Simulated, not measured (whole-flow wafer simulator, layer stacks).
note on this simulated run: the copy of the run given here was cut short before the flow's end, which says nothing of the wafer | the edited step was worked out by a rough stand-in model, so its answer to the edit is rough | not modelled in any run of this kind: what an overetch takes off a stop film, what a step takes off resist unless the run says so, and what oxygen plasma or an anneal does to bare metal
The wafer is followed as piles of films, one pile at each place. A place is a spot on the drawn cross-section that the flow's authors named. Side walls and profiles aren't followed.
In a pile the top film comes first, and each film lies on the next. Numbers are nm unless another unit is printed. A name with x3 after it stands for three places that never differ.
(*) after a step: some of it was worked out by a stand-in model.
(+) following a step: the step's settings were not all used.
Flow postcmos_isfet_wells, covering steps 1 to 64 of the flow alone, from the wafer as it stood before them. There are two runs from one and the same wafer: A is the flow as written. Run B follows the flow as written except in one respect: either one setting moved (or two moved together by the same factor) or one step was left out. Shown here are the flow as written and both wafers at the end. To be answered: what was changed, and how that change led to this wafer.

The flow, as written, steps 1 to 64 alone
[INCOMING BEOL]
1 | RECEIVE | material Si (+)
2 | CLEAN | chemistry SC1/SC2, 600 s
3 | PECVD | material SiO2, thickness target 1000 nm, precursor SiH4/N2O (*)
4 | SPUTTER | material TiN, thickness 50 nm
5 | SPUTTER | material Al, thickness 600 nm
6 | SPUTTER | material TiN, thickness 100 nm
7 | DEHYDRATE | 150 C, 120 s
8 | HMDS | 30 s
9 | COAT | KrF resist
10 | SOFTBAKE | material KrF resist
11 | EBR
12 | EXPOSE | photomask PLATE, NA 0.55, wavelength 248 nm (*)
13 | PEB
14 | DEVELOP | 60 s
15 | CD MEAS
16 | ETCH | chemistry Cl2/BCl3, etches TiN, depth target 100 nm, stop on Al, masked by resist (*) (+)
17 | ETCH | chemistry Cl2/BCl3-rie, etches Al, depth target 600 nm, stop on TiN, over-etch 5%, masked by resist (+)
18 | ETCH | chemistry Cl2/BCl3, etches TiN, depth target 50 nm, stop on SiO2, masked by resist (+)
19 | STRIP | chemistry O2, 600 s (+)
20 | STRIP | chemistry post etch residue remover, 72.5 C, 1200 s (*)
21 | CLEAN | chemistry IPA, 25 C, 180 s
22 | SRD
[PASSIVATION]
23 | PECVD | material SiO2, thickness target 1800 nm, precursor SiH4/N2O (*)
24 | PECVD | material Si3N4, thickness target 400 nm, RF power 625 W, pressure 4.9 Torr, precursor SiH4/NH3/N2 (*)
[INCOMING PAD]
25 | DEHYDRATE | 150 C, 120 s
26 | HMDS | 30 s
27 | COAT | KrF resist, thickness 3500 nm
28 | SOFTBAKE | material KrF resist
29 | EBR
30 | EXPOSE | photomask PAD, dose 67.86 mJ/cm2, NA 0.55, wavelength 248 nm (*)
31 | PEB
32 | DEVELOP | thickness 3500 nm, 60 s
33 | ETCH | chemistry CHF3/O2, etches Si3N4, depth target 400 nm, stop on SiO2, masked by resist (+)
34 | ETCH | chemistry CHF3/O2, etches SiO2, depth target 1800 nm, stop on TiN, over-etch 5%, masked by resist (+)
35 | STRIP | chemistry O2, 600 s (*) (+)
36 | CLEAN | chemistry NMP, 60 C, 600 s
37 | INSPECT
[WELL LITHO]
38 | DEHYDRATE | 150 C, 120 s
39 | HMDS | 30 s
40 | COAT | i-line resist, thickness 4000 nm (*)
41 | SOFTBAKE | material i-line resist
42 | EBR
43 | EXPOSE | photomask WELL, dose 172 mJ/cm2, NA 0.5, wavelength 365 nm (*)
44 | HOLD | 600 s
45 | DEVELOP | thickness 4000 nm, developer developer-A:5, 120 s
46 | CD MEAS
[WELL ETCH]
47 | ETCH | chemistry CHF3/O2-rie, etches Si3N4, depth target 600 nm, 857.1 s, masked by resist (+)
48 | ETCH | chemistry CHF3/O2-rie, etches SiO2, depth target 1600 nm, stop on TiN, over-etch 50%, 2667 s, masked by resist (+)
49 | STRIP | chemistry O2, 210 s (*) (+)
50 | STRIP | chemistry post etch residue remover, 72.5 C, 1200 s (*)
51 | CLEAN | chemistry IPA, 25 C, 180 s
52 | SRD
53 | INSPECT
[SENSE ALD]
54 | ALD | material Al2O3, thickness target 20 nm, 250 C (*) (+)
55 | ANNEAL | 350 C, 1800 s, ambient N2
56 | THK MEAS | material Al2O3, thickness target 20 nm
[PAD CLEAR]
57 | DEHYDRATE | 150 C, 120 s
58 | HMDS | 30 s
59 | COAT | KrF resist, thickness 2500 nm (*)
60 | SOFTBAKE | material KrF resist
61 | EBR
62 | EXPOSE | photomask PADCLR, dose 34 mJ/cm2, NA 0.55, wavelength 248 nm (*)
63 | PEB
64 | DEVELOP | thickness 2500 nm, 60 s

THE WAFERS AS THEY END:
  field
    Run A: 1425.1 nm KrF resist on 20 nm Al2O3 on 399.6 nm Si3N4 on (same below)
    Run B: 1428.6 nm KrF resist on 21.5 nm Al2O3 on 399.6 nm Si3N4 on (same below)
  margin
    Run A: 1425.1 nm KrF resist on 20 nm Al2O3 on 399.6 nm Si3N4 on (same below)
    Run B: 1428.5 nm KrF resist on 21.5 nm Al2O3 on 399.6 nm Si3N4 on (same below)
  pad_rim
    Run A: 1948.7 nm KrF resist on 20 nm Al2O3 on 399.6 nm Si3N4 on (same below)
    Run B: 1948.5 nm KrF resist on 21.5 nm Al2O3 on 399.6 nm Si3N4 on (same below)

Cause: step 54, ALD: thickness target 21.5 nm was run, though the flow has thickness target 20 nm.
The wafer lets one read it off: field has Al2O3 21.5, and step 54 as written asks for 20 nm.

Step by step, how the change led to this:
  54 | ALD | material Al2O3, thickness target 20 nm, 250 C (*) (+)
      field, margin, well900, well1300 x3, pad_rim, pad_clr, pad_open: A Al2O3 gains 20 (new film) | B Al2O3 gains 21.5 (new film)
